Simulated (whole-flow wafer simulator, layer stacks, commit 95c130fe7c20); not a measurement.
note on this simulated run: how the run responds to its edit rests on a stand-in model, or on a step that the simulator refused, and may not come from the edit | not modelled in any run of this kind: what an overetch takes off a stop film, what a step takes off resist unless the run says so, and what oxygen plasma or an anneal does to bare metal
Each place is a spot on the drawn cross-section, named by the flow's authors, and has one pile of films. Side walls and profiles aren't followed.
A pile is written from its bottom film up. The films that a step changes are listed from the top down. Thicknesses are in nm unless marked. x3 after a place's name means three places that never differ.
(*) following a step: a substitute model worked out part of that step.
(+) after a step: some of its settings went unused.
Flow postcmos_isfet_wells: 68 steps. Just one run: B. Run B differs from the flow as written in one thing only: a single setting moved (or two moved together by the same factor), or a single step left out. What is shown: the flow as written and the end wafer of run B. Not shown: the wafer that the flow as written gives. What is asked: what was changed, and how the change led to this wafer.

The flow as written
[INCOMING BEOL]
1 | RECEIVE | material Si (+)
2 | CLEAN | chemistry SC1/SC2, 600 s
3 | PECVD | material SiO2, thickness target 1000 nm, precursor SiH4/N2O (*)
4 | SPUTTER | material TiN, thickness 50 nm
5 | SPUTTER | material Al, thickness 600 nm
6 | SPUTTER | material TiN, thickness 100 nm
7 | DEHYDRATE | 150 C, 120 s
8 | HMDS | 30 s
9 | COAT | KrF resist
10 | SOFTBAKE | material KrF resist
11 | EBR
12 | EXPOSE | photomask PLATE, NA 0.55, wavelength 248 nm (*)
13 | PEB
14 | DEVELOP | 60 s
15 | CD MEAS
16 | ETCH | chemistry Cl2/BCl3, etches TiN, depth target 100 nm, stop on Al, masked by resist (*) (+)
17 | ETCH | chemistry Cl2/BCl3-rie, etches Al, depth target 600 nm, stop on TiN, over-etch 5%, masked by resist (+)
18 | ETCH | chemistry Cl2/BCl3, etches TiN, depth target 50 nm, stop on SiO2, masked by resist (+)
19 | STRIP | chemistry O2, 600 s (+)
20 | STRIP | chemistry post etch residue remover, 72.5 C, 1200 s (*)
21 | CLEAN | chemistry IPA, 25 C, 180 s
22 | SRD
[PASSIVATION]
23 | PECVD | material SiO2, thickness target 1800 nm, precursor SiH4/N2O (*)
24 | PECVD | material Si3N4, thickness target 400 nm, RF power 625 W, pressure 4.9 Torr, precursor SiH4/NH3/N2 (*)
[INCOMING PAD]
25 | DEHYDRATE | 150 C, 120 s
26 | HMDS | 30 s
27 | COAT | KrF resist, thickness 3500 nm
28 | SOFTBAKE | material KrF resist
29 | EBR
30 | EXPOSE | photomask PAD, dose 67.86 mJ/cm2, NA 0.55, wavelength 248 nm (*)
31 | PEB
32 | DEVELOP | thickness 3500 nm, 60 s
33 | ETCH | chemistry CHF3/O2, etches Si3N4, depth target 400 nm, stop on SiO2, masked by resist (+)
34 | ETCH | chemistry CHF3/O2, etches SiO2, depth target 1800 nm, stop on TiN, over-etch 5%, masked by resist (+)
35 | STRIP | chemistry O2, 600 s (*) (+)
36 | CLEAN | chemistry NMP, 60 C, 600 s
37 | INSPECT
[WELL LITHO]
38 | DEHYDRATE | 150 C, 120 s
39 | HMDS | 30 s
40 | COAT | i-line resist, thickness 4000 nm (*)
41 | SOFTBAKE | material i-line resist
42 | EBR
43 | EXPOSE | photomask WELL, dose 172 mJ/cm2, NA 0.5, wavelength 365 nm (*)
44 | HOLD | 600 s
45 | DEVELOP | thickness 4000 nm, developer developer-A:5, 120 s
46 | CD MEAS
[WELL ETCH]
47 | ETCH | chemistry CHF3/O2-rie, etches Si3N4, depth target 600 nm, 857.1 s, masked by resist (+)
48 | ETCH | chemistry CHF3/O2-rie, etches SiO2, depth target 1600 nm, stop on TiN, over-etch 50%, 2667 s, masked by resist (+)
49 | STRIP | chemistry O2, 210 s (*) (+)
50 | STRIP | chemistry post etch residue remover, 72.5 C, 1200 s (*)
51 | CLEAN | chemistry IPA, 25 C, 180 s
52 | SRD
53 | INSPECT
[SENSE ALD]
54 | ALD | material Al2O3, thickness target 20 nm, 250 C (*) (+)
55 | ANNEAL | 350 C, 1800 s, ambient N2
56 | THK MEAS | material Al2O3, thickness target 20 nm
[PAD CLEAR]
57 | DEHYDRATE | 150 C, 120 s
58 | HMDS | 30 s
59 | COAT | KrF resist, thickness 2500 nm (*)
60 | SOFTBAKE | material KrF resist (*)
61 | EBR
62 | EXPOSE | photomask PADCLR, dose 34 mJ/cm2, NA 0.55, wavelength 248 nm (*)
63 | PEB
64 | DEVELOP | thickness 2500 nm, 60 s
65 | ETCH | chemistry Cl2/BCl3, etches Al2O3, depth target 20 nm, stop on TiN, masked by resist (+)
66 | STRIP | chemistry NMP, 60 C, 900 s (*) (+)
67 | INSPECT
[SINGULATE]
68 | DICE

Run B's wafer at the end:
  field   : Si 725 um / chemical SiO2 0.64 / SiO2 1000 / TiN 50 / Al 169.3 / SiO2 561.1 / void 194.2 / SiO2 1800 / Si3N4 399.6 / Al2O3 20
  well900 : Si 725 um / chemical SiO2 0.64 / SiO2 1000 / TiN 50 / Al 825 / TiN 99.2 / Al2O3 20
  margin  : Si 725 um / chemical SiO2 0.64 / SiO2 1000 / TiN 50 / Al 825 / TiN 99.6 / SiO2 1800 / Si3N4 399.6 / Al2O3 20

The reason: step 5, SPUTTER: thickness 825 nm was run, though the flow has thickness 600 nm.
The wafer lets one read it off: well900 has Al 825, and step 5 as written asks for 600 nm.

How this came from the change, step by step:
  5 | SPUTTER | material Al, thickness 600 nm
      field, margin, well900, well1300 x3, pad_rim, pad_clr, pad_open: +825 Al (new film) (it would be, as written: +600 Al (new film))
  17 | ETCH | chemistry Cl2/BCl3-rie, etches Al, depth target 600 nm, stop on TiN, over-etch 5%, masked by resist (+)
      field: -600 Al (it would be, as written: -600 Al (all of it))
  18 | ETCH | chemistry Cl2/BCl3, etches TiN, depth target 50 nm, stop on SiO2, masked by resist (+)
      field: -50 Al (it would be, as written: -50 TiN (all of it))
  20 | STRIP | chemistry post etch residue remover, 72.5 C, 1200 s (*)
      field: -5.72 Al (it would be, as written: nothing)
  23 | PECVD | material SiO2, thickness target 1800 nm, precursor SiH4/N2O (*)
      field: +1800 SiO2 (new film), +194.2 void (new film), +561.1 SiO2 (new film) (it would be, as written: +1800 SiO2 (new film), +189.9 void (new film), +559.7 SiO2)
With metal films that touch counted as one body, field has 1 body; the flow as written gives 0 bodies.
